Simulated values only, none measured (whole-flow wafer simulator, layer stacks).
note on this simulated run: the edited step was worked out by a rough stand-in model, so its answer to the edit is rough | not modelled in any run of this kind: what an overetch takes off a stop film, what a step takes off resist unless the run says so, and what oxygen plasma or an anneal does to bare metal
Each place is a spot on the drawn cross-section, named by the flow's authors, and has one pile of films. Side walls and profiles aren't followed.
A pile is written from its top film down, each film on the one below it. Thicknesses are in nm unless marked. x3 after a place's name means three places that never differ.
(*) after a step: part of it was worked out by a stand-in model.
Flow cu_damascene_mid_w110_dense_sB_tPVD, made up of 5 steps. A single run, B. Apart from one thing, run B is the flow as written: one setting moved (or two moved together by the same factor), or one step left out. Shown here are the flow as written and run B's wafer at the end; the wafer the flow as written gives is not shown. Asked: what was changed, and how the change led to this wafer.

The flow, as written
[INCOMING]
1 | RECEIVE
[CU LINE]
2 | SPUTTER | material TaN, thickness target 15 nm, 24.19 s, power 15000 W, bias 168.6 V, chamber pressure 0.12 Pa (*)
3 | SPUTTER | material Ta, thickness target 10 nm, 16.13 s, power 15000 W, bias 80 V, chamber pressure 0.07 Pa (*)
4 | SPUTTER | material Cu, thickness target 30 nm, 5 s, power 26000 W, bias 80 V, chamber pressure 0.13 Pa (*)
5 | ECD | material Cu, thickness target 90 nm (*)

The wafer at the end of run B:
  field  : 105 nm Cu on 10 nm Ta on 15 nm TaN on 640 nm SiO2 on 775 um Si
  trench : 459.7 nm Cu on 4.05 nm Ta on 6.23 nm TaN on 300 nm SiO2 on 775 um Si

The reason: step 4, SPUTTER: 2.5 s was run, whereas the flow has 5 s.

Step by step, how the change led to this:
  4 | SPUTTER | material Cu, thickness target 30 nm, 5 s, power 26000 W, bias 80 V, chamber pressure 0.13 Pa (*)
      field: +15 Cu (new film) (as written it would have been: +30 Cu (new film))
      trench: +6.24 Cu (new film) (as written it would have been: +12.5 Cu (new film))
